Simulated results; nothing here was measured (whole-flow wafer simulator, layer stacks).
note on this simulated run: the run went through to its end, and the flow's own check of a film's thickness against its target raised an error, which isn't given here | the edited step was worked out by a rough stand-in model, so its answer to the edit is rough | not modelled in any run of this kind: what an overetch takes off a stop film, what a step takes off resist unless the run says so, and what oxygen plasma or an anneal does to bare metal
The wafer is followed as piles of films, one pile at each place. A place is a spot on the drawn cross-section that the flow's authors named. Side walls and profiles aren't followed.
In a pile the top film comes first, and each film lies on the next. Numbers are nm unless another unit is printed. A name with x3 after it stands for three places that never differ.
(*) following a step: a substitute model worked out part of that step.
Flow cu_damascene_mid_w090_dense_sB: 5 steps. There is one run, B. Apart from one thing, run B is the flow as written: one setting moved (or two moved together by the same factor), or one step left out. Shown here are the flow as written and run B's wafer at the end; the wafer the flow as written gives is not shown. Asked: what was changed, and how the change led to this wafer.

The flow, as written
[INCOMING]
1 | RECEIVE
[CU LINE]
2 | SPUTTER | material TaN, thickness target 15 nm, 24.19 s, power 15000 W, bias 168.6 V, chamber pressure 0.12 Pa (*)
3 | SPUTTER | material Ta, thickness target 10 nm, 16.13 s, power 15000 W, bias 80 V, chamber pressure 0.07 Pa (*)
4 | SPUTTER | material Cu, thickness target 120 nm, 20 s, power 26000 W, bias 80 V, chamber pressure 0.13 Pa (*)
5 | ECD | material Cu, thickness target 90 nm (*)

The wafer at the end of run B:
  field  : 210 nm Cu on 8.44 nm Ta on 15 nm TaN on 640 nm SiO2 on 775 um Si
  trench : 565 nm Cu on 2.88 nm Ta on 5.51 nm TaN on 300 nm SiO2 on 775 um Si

What caused this: step 3, SPUTTER: power 12660 W was run, though the flow has power 15000 W.

How this came from the change, step by step:
  3 | SPUTTER | material Ta, thickness target 10 nm, 16.13 s, power 15000 W, bias 80 V, chamber pressure 0.07 Pa (*)
      field: +8.44 Ta (new film) (as written it would have been: +10 Ta (new film))
      trench: +2.88 Ta (new film) (as written it would have been: +3.55 Ta (new film))
